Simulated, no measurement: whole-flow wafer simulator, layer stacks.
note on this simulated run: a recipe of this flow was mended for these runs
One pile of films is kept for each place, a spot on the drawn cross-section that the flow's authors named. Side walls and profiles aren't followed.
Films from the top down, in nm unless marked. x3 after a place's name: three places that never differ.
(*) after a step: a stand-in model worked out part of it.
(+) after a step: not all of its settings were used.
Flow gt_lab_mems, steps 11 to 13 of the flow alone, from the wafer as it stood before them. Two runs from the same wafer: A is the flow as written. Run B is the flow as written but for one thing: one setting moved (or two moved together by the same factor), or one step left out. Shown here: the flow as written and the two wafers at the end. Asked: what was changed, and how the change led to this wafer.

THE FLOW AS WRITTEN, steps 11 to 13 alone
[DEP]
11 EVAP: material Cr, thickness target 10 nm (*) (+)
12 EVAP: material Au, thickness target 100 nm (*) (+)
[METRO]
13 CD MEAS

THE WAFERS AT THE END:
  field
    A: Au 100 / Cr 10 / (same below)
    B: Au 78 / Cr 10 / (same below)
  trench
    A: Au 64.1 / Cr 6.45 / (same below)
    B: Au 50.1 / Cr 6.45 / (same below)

The cause: step 12, EVAP: thickness target 78 nm was run, where the flow has thickness target 100 nm.
It can be read off the wafer: field has Au 78, and step 12 as written asks for 100 nm.

How the change led to this, step by step:
  12 EVAP: material Au, thickness target 100 nm (*) (+)
      field: A Au +100 (new film) | B Au +78 (new film)
      trench: A Au +64.1 (new film) | B Au +50.1 (new film)
